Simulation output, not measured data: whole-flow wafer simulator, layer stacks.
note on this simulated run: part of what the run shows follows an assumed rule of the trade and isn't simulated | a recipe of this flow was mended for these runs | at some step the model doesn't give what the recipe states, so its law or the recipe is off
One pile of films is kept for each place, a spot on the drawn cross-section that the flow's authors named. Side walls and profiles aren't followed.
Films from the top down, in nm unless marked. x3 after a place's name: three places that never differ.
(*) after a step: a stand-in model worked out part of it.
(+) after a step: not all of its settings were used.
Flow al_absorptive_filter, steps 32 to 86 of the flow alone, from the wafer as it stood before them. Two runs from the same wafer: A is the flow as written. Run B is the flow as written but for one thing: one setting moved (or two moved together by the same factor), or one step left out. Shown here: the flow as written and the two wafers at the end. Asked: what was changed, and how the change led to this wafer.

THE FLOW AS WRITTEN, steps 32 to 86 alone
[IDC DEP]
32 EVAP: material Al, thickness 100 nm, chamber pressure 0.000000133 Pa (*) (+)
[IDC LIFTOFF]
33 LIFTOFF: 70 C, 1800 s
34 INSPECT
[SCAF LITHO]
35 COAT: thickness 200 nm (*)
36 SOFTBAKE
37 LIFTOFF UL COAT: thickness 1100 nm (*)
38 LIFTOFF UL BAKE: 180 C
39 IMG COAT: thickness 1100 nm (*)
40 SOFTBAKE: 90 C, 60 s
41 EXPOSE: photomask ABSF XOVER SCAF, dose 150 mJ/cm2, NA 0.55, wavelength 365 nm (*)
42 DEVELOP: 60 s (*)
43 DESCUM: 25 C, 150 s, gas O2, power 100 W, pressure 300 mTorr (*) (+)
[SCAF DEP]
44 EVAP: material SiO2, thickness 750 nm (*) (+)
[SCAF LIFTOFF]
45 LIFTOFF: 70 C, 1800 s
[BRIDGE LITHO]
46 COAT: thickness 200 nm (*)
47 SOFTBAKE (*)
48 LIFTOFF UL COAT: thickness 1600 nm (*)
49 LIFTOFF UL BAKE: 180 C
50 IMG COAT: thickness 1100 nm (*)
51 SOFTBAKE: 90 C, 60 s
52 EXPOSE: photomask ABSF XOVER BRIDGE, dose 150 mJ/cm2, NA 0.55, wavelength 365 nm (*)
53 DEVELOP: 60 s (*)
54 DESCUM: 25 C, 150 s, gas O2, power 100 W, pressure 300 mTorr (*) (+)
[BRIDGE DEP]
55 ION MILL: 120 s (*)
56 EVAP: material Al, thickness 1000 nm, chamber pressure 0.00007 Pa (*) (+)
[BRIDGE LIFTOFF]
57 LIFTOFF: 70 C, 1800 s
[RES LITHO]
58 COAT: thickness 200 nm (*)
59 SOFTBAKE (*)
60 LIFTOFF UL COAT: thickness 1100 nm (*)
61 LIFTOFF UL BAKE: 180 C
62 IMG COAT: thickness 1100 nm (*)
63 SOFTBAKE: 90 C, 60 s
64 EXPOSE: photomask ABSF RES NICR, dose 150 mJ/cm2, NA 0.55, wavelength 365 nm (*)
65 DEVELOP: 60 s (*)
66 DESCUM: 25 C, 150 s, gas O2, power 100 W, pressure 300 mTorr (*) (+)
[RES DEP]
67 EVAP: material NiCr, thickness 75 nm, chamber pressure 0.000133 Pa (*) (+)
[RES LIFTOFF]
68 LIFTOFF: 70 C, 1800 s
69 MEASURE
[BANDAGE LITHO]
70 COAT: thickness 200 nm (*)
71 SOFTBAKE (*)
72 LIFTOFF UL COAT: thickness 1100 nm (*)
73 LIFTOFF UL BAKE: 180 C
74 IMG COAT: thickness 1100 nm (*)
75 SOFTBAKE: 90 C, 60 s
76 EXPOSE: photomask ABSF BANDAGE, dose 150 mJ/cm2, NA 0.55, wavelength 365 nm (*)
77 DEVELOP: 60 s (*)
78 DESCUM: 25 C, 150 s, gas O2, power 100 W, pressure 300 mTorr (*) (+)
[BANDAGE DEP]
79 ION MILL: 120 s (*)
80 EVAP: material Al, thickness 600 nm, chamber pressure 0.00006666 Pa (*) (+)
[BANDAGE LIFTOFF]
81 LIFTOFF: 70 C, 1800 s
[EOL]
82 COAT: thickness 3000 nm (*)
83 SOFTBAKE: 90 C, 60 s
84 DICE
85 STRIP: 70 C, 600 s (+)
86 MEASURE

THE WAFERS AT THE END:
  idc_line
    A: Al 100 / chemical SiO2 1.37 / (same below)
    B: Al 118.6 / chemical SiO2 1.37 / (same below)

The cause: step 32, EVAP: thickness 122.5 nm was run, where the flow has thickness 100 nm.

How the change led to this, step by step:
  32 EVAP: material Al, thickness 100 nm, chamber pressure 0.000000133 Pa (*) (+)
      gnd, pad_far, pad_near and 10 more: A Al +100 (new film) | B Al +122.5 (new film)
      idc_line: A Al +100 (new film) | B Al +118.6 (new film)
  33 LIFTOFF: 70 C, 1800 s
      gnd, xa_field, xa_margin, xa_strip, xl_land, idc_field, idc_space: A Al -100 (all of it), e-beam-resist -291 (all of it) | B Al -122.5 (all of it), e-beam-resist -291 (all of it)
      pad_far: A Al -100 (all of it), e-beam-resist -287 (all of it) | B Al -122.5 (all of it), e-beam-resist -287 (all of it)
      (and at 5 more places)
  35 COAT: thickness 200 nm (*)
      idc_line: A acrylic-e-beam-resist +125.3 (new film) | B acrylic-e-beam-resist +112.8 (new film)
      idc_space: A acrylic-e-beam-resist +228.2 (new film) | B acrylic-e-beam-resist +235.1 (new film)
  45 LIFTOFF: 70 C, 1800 s
      idc_line: A SiO2 -750 (all of it), i-line-resist -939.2 (all of it), lift-off-underlayer -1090 (all of it), acrylic-e-beam-resist -125.3 (all of it) | B SiO2 -750 (all of it), i-line-resist -939.1 (all of it), lift-off-underlayer -1087.1 (all of it), acrylic-e-beam-resist -112.8 (all of it)
      idc_space: A SiO2 -750 (all of it), i-line-resist -939.1 (all of it), lift-off-underlayer -1087.8 (all of it), acrylic-e-beam-resist -228.2 (all of it) | B SiO2 -750 (all of it), i-line-resist -939.1 (all of it), lift-off-underlayer -1084.3 (all of it), acrylic-e-beam-resist -235.1 (all of it)
  46 COAT: thickness 200 nm (*)
      idc_line: A acrylic-e-beam-resist +129.8 (new film) | B acrylic-e-beam-resist +118.5 (new film)
      idc_space: A acrylic-e-beam-resist +229.8 (new film) | B acrylic-e-beam-resist +236.9 (new film)
  57 LIFTOFF: 70 C, 1800 s
      idc_line: A Al -1000 (all of it), i-line-resist -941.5 (all of it), lift-off-underlayer -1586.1 (all of it), acrylic-e-beam-resist -129.8 (all of it) | B Al -1000 (all of it), i-line-resist -941.5 (all of it), lift-off-underlayer -1581.9 (all of it), acrylic-e-beam-resist -118.5 (all of it)
      idc_space: A Al -1000 (all of it), i-line-resist -941.5 (all of it), lift-off-underlayer -1586.9 (all of it), acrylic-e-beam-resist -229.8 (all of it) | B Al -1000 (all of it), i-line-resist -941.5 (all of it), lift-off-underlayer -1583 (all of it), acrylic-e-beam-resist -236.9 (all of it)
  58 COAT: thickness 200 nm (*)
      idc_line: A acrylic-e-beam-resist +129.8 (new film) | B acrylic-e-beam-resist +118.5 (new film)
      idc_space: A acrylic-e-beam-resist +229.8 (new film) | B acrylic-e-beam-resist +236.9 (new film)
  68 LIFTOFF: 70 C, 1800 s
      idc_line: A NiCr -75 (all of it), i-line-resist -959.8 (all of it), lift-off-underlayer -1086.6 (all of it), acrylic-e-beam-resist -129.8 (all of it) | B NiCr -75 (all of it), i-line-resist -959.8 (all of it), lift-off-underlayer -1082.6 (all of it), acrylic-e-beam-resist -118.5 (all of it)
      idc_space: A NiCr -75 (all of it), i-line-resist -959.8 (all of it), lift-off-underlayer -1087.4 (all of it), acrylic-e-beam-resist -229.8 (all of it) | B NiCr -75 (all of it), i-line-resist -959.7 (all of it), lift-off-underlayer -1083.7 (all of it), acrylic-e-beam-resist -236.9 (all of it)
  70 COAT: thickness 200 nm (*)
      idc_line: A acrylic-e-beam-resist +129.8 (new film) | B acrylic-e-beam-resist +118.5 (new film)
      idc_space: A acrylic-e-beam-resist +229.8 (new film) | B acrylic-e-beam-resist +236.9 (new film)
  81 LIFTOFF: 70 C, 1800 s
      idc_line: A Al -600 (all of it), i-line-resist -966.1 (all of it), lift-off-underlayer -1086.6 (all of it), acrylic-e-beam-resist -129.8 (all of it) | B Al -600 (all of it), i-line-resist -966.1 (all of it), lift-off-underlayer -1082.6 (all of it), acrylic-e-beam-resist -118.5 (all of it)
      idc_space: A Al -600 (all of it), i-line-resist -966.1 (all of it), lift-off-underlayer -1087.4 (all of it), acrylic-e-beam-resist -229.8 (all of it) | B Al -600 (all of it), i-line-resist -966 (all of it), lift-off-underlayer -1083.7 (all of it), acrylic-e-beam-resist -236.9 (all of it)
